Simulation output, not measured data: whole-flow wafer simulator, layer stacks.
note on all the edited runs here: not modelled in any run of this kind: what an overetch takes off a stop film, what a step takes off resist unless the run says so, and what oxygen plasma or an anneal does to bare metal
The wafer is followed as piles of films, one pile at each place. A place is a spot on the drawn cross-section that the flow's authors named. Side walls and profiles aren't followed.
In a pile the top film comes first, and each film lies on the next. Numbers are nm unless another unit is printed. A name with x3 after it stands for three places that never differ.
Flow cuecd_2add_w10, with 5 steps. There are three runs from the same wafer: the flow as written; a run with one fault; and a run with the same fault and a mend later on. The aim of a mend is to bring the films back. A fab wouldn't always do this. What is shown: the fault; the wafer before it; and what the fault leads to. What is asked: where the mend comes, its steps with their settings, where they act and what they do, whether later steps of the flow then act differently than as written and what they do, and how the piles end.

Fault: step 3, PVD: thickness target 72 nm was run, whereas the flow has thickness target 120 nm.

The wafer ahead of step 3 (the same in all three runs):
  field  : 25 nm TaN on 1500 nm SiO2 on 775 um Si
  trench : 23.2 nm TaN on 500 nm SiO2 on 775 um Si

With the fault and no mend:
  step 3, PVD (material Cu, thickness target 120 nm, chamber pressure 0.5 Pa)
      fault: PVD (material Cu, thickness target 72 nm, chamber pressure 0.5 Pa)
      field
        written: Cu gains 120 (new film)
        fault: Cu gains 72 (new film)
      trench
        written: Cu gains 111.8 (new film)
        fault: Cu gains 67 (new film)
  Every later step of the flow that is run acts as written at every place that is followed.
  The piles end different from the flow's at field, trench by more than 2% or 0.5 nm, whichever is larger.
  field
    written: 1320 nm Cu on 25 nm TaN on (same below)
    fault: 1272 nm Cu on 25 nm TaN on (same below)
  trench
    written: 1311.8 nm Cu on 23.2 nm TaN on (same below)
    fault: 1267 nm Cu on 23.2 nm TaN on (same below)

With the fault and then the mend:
  The mend follows step 3.
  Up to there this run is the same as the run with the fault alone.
  step 3a, PVD (material Cu, thickness target 48 nm, chamber pressure 0.5 Pa) (a further turn of the flow's step 3, with different settings)
      field
        Cu gains 48
      trench
        Cu gains 44.6
  Every later step of the flow that is run acts as written at every place that is followed.
  When the end is reached, the piles differ only a little from the flow's at the places that both follow, at most by 2% or 0.5 nm, whichever is larger.
